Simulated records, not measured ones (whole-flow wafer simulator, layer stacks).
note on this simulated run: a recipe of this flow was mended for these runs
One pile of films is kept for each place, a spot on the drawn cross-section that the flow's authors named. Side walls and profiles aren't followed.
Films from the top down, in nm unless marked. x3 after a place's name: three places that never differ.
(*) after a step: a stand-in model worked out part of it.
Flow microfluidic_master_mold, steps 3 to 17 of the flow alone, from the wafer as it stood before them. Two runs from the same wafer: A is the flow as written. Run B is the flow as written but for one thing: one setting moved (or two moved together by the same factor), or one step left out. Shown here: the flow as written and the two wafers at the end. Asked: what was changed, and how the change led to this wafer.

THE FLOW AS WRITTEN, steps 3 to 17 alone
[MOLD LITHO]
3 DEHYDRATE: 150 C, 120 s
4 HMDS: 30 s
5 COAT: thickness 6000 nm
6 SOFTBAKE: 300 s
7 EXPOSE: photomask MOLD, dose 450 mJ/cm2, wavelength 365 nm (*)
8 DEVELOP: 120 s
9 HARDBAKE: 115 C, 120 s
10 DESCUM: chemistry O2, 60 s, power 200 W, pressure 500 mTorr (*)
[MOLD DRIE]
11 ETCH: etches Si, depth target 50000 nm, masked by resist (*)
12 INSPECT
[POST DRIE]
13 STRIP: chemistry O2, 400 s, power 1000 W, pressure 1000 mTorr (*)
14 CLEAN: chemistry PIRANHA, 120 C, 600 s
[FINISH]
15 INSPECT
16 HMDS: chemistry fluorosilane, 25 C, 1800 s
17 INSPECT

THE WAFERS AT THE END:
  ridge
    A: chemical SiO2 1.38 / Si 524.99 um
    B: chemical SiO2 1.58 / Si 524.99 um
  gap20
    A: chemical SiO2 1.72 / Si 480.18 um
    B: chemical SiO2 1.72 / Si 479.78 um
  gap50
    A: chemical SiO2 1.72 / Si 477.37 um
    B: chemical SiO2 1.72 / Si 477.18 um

The cause: step 5, COAT: thickness 3300 nm was run, where the flow has thickness 6000 nm.

How the change led to this, step by step:
  5 COAT: thickness 6000 nm
      ridge, gap20, gap50, gap200 x2: A thick-i-line-resist +6000 (new film) | B thick-i-line-resist +3300 (new film)
  8 DEVELOP: 120 s
      gap20, gap50, gap200 x2: A thick-i-line-resist -6000 (all of it) | B thick-i-line-resist -3300 (all of it)
  9 HARDBAKE: 115 C, 120 s
      ridge: A thick-i-line-resist -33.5 | B thick-i-line-resist -14.4
  11 ETCH: etches Si, depth target 50000 nm, masked by resist (*)
      gap20: A chemical SiO2 -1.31 (all of it), Si -44.81 um | B chemical SiO2 -1.31 (all of it), Si -45.22 um
      gap50: A chemical SiO2 -1.31 (all of it), Si -47.62 um | B chemical SiO2 -1.31 (all of it), Si -47.81 um
  13 STRIP: chemistry O2, 400 s, power 1000 W, pressure 1000 mTorr (*)
      ridge: A thick-i-line-resist -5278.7 (all of it), chemical SiO2 +0.78, Si -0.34 | B thick-i-line-resist -2597.9 (all of it), chemical SiO2 +0.98, Si -0.43
